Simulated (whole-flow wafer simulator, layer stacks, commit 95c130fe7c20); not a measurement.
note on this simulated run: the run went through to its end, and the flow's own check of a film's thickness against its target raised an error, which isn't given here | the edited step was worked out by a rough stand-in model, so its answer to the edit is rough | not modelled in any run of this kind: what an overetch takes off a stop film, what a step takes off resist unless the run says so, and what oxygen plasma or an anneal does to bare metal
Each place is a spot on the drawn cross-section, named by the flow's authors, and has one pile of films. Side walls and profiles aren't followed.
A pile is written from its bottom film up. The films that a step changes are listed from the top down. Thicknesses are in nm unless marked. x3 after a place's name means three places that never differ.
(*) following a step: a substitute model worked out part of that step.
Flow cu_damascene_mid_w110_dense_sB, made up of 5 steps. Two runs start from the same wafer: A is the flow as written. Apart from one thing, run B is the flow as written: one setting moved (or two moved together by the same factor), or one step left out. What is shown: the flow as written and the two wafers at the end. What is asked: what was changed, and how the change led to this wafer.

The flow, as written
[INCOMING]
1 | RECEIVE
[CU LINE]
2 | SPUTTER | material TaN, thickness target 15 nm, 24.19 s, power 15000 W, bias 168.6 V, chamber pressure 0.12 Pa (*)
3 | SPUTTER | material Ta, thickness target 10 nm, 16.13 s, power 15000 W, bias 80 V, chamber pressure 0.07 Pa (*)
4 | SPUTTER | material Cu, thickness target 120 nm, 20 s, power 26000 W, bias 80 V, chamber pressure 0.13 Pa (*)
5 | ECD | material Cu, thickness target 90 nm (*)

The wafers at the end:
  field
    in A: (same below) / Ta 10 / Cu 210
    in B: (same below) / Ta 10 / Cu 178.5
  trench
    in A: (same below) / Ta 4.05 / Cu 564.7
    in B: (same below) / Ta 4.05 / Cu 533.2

What caused this: step 5, ECD: thickness target 58.5 nm was run, though the flow has thickness target 90 nm.

Step by step, how the change led to this:
  5 | ECD | material Cu, thickness target 90 nm (*)
      field: A Cu gains 90 | B Cu gains 58.5
      trench: A Cu gains 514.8 | B Cu gains 483.3
